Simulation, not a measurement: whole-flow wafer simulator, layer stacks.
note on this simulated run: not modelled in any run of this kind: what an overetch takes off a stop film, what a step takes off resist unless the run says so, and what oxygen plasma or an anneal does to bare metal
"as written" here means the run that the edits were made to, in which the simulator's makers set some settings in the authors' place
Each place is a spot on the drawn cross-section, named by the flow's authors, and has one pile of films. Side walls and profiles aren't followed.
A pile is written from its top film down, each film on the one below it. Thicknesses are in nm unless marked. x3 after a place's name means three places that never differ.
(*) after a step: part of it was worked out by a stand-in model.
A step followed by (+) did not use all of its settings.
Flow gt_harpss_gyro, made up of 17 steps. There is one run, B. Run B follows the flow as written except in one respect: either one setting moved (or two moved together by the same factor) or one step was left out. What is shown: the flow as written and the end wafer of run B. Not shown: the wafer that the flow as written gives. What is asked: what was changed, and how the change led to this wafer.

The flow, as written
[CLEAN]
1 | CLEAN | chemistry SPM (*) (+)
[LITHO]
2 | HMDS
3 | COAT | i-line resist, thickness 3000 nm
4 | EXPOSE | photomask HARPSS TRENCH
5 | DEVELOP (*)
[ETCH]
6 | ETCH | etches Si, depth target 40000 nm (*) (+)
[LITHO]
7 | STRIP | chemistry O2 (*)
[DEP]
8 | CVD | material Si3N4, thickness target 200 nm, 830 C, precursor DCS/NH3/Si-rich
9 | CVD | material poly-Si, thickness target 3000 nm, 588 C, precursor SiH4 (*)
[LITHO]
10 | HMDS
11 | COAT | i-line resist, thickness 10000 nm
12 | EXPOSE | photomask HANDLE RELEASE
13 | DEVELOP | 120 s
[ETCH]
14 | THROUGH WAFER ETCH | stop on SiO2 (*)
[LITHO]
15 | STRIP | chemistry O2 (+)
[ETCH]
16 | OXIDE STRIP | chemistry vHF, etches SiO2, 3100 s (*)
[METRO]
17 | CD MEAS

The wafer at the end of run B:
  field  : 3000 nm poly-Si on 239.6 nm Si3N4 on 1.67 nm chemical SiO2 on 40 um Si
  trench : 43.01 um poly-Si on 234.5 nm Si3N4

What caused this: step 8, CVD: thickness target 239.6 nm was run, whereas the flow has thickness target 200 nm.
The wafer itself shows it: field has Si3N4 239.6, and step 8 as written asks for 200 nm.

How this came from the change, step by step:
  8 | CVD | material Si3N4, thickness target 200 nm, 830 C, precursor DCS/NH3/Si-rich
      field: +239.6 Si3N4 (new film) (as written it would have been: +200 Si3N4 (new film))
      trench: +234.5 Si3N4 (new film) (as written it would have been: +195.9 Si3N4 (new film))
